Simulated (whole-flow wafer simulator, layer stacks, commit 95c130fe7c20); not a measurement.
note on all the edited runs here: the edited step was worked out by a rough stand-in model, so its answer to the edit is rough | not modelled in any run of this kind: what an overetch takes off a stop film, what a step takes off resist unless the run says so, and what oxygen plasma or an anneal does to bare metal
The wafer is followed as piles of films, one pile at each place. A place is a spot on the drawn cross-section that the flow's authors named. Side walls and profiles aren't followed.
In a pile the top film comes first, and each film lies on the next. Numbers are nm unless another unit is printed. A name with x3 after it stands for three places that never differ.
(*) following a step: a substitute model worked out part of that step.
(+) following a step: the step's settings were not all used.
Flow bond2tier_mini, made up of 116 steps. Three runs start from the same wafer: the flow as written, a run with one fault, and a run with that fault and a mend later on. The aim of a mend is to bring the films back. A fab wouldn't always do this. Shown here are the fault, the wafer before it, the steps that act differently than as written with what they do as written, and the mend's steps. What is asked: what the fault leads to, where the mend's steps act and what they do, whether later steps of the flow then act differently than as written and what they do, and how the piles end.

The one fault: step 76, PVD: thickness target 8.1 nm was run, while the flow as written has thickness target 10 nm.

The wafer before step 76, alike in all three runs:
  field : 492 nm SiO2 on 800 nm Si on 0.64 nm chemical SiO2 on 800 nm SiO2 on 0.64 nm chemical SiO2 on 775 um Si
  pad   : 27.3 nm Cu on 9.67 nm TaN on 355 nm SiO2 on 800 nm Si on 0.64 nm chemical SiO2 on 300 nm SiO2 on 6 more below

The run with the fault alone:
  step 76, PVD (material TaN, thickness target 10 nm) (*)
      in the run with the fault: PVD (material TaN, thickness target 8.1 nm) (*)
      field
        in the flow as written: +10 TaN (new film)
        in the run with the fault: +8.1 TaN (new film)
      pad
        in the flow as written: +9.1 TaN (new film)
        in the run with the fault: +7.37 TaN (new film)
  Steps further on in the flow that do not act as written (not shown: 1 more step that differs only slightly, by at most 2% or 0.5 nm, whichever is larger):
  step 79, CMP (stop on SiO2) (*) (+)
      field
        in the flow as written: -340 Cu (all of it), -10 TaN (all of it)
        in the run with the fault: -340 Cu (all of it), -8.1 TaN (all of it)
  The piles end different from the flow's at pad by more than 2% or 0.5 nm, whichever is larger.
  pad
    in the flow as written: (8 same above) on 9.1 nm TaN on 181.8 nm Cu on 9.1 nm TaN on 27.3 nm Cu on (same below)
    in the run with the fault: (8 same above) on 9.1 nm TaN on 183.5 nm Cu on 7.37 nm TaN on 27.3 nm Cu on (same below)

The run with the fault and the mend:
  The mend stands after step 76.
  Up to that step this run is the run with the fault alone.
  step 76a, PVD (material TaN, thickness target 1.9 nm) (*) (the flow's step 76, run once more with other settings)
      field
        +1.9 TaN
      pad
        +1.73 TaN
  Later steps of the flow that are run all act as written at every place that is followed.
  The piles end the same as the flow's at every place that both follow.
